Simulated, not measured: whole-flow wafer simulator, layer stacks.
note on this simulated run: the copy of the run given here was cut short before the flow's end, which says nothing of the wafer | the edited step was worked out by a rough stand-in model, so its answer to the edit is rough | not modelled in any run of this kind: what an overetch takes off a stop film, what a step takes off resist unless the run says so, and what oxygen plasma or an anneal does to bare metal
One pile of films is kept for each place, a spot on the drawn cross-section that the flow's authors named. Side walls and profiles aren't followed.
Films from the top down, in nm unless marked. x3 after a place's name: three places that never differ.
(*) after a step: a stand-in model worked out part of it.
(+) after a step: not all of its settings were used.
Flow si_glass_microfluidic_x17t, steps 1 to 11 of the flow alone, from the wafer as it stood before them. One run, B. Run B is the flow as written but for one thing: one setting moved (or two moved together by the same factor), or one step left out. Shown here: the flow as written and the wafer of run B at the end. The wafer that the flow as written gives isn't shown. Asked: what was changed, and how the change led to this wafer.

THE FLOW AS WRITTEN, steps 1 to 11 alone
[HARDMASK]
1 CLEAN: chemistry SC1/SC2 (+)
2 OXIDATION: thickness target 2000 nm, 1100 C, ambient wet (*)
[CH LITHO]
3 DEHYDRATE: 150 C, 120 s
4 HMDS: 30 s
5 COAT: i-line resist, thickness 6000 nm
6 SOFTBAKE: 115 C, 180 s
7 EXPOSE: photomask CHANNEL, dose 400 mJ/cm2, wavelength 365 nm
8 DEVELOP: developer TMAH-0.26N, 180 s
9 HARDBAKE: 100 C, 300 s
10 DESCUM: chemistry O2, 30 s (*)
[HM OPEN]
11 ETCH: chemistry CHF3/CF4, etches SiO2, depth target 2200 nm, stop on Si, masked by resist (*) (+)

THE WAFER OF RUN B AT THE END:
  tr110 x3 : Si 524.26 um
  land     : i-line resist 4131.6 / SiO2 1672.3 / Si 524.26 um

The cause: step 2, OXIDATION: 1045 C was run, where the flow has 1100 C.

How the change led to this, step by step:
  2 OXIDATION: thickness target 2000 nm, 1100 C, ambient wet (*)
      land, tr110 x3: SiO2 +1672.3 (new film), chemical SiO2 -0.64 (all of it), Si -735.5 (as written it would be: SiO2 +2000 (new film), chemical SiO2 -0.64 (all of it), Si -879.7)
  11 ETCH: chemistry CHF3/CF4, etches SiO2, depth target 2200 nm, stop on Si, masked by resist (*) (+)
      tr110 x3: SiO2 -1672.3 (all of it) (as written it would be: SiO2 -2000 (all of it))
